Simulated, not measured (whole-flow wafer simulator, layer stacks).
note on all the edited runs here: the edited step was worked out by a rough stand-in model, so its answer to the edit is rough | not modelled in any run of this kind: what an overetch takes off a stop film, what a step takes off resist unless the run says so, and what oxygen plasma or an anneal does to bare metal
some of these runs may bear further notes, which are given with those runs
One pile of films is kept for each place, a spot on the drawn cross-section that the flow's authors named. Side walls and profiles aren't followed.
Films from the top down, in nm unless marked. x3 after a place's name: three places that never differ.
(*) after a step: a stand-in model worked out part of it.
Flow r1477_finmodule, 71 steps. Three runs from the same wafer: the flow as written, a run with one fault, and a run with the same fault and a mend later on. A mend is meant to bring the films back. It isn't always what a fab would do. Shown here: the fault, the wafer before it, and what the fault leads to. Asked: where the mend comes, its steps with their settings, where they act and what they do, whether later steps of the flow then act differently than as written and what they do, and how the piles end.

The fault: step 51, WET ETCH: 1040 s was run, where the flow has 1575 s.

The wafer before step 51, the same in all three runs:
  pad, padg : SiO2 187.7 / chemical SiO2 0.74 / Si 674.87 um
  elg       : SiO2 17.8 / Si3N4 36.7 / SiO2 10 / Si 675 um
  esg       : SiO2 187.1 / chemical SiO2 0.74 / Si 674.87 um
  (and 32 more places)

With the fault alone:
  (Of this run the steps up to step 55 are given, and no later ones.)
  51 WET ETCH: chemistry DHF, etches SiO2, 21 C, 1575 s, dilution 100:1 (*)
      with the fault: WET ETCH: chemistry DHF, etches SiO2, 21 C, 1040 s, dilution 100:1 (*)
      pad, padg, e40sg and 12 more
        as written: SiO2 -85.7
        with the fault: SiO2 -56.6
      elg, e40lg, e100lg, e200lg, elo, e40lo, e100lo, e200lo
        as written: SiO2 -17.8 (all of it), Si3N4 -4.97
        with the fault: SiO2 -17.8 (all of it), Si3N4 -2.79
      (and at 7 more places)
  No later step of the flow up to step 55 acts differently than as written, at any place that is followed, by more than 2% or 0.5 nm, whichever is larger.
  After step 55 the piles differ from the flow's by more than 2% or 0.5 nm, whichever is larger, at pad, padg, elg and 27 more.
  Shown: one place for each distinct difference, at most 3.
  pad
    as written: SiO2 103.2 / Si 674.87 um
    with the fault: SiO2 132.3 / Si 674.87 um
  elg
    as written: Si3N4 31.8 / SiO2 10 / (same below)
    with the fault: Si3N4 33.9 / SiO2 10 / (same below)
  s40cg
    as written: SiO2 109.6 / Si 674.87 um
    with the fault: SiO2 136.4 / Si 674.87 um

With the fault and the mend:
  The mend comes after step 51.
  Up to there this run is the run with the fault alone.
  51a WET ETCH: chemistry DHF, etches SiO2, 21 C, 535.5 s, dilution 100:1 (*) (the flow's step 51 once more, with other settings)
      pad, padg, e40sg and 12 more
        SiO2 -29.1
      elg, e40lg, e100lg, e200lg, elo, e40lo, e100lo, e200lo
        Si3N4 -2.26
      esg, s40cg, s45cg, s50cg, s40co, s45co, s50co
        SiO2 -26.9
  No later step of the flow acts differently than as written, at any place that is followed, by more than 2% or 0.5 nm, whichever is larger.
  At the end the piles differ from the flow's only slightly at the places that both follow, by at most 2% or 0.5 nm, whichever is larger.
